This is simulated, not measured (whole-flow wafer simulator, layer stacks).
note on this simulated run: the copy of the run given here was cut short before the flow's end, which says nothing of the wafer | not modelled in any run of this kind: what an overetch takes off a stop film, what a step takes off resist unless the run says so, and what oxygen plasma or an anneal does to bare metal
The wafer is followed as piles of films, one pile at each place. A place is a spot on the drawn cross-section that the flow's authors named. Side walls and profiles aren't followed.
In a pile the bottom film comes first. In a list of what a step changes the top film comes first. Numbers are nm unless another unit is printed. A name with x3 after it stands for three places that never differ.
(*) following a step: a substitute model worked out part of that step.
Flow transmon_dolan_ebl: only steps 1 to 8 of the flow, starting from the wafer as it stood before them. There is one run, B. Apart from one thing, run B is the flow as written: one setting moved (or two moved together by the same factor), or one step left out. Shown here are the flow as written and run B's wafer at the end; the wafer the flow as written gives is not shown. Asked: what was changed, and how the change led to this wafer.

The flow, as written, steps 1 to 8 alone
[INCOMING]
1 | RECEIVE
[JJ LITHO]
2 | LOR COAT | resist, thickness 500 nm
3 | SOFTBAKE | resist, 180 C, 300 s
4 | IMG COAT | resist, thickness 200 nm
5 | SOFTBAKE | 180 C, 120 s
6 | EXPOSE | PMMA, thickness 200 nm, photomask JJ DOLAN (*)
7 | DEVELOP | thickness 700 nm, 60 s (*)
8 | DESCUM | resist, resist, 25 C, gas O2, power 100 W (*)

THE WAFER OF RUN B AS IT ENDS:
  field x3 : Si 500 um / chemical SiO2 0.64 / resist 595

The reason: step 4, IMG COAT: thickness 110 nm was run, while the flow as written has thickness 200 nm.

The path from the change to this, step by step:
  4 | IMG COAT | resist, thickness 200 nm
      field x3, jj_line: resist gains 110 (as written it would have been: resist gains 200)
  7 | DEVELOP | thickness 700 nm, 60 s (*)
      jj_line: resist loses 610 (all of it) (as written it would have been: resist loses 700 (all of it))
